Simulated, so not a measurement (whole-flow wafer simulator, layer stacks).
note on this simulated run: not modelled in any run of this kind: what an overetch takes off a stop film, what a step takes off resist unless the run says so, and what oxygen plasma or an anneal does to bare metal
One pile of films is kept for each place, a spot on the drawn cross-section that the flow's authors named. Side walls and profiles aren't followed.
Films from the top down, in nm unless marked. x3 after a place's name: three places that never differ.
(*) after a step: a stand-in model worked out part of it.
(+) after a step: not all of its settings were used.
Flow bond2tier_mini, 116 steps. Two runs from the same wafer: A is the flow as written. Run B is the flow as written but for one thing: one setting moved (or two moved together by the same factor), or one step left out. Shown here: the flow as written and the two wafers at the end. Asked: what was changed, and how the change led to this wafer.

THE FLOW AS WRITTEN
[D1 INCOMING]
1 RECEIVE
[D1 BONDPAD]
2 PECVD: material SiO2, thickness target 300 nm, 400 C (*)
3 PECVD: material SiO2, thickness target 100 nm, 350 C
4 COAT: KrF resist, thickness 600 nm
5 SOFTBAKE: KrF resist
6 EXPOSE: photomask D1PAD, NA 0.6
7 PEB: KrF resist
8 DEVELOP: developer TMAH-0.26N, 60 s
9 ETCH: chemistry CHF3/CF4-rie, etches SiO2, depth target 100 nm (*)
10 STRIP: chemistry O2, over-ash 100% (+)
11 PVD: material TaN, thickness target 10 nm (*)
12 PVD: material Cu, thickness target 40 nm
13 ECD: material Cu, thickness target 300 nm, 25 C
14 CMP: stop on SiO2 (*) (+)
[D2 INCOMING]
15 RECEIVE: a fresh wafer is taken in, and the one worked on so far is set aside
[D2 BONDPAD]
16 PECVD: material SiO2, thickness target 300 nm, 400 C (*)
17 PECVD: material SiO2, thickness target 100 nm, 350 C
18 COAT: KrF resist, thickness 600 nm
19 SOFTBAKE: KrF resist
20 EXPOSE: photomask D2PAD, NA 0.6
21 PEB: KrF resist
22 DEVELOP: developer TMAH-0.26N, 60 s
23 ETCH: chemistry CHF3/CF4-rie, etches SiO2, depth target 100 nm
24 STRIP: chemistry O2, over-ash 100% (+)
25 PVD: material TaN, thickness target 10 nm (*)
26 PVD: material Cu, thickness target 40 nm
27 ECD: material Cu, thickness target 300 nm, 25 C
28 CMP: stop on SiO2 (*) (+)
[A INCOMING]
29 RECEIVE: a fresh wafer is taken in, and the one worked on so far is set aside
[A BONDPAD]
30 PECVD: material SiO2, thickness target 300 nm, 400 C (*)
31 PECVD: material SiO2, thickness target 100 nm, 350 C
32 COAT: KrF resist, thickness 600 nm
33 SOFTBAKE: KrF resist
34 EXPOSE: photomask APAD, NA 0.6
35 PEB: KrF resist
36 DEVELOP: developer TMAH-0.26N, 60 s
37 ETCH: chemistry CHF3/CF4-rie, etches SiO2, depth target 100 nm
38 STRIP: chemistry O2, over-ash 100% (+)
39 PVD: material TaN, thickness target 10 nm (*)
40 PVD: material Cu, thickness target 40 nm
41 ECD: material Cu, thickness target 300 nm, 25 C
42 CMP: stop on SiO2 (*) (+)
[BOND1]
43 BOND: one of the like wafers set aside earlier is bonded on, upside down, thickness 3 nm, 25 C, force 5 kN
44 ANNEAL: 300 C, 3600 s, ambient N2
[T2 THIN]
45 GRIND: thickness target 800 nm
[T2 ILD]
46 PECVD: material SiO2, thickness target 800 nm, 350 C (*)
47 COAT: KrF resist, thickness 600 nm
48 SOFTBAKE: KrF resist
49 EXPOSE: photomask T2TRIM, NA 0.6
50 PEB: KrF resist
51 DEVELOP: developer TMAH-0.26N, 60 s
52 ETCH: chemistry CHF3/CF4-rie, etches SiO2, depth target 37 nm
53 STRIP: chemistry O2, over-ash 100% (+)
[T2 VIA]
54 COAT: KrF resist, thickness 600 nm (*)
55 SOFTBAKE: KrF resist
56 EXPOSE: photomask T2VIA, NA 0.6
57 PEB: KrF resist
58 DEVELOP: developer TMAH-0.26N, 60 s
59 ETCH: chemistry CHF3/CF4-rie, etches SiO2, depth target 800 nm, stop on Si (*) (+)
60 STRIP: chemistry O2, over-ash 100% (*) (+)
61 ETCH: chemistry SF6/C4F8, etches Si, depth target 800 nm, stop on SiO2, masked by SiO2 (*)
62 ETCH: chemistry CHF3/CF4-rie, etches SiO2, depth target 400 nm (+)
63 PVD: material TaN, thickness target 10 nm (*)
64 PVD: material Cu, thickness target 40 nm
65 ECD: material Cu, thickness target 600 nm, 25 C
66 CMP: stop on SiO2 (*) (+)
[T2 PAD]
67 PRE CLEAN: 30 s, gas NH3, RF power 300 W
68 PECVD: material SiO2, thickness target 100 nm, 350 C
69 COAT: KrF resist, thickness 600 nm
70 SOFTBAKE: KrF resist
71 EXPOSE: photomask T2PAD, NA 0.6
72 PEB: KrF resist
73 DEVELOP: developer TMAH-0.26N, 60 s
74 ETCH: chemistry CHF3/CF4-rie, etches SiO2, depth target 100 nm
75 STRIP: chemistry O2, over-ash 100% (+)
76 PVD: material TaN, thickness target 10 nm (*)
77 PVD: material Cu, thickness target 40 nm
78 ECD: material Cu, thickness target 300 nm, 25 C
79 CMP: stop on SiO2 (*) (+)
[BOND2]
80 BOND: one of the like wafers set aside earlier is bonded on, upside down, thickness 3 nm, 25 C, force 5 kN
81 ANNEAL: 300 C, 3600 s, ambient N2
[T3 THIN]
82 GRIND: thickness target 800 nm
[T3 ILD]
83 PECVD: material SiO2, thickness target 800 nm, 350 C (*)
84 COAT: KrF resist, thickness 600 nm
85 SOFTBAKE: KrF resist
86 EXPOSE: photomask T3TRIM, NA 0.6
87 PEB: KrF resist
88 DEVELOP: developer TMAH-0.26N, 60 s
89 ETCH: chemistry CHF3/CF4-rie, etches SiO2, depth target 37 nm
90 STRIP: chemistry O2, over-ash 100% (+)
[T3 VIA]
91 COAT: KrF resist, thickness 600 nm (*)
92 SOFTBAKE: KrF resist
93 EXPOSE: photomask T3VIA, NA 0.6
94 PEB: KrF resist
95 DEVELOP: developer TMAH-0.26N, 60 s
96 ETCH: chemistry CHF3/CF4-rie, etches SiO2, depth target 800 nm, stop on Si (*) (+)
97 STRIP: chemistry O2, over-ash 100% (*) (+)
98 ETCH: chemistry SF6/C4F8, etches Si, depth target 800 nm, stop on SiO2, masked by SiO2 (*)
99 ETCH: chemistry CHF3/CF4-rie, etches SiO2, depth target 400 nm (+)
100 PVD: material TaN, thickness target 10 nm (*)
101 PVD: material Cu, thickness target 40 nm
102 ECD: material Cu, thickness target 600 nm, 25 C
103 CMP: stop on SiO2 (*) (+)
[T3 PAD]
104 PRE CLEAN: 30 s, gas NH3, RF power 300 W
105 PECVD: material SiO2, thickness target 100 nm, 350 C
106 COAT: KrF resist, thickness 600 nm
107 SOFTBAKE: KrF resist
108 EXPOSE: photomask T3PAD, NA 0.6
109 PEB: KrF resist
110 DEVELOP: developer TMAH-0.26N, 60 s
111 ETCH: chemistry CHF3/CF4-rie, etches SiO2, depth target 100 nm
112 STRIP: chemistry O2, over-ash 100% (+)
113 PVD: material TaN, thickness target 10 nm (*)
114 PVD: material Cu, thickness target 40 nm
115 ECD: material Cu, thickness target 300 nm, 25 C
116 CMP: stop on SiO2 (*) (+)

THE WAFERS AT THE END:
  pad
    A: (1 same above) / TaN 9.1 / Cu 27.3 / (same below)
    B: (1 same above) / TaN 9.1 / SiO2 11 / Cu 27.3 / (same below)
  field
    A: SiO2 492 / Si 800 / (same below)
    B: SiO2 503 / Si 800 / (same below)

The cause: step 105, PECVD: thickness target 111 nm was run, where the flow has thickness target 100 nm.

How the change led to this, step by step:
  105 PECVD: material SiO2, thickness target 100 nm, 350 C
      field: A SiO2 +100 | B SiO2 +111
      pad: A SiO2 +100 (new film) | B SiO2 +111 (new film)
  111 ETCH: chemistry CHF3/CF4-rie, etches SiO2, depth target 100 nm
      pad: A SiO2 -100 (all of it) | B SiO2 -100
Counting metal films that touch as one body, pad has 4 bodies (between them, from the top down: SiO2 11; SiO2 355 / Si 800 / chemical SiO2 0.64 / SiO2 300; SiO2 355 / Si 800 / chemical SiO2 0.64 / SiO2 300); the flow as written gives 3 bodies (between them, from the top down: SiO2 355 / Si 800 / chemical SiO2 0.64 / SiO2 300; SiO2 355 / Si 800 / chemical SiO2 0.64 / SiO2 300).
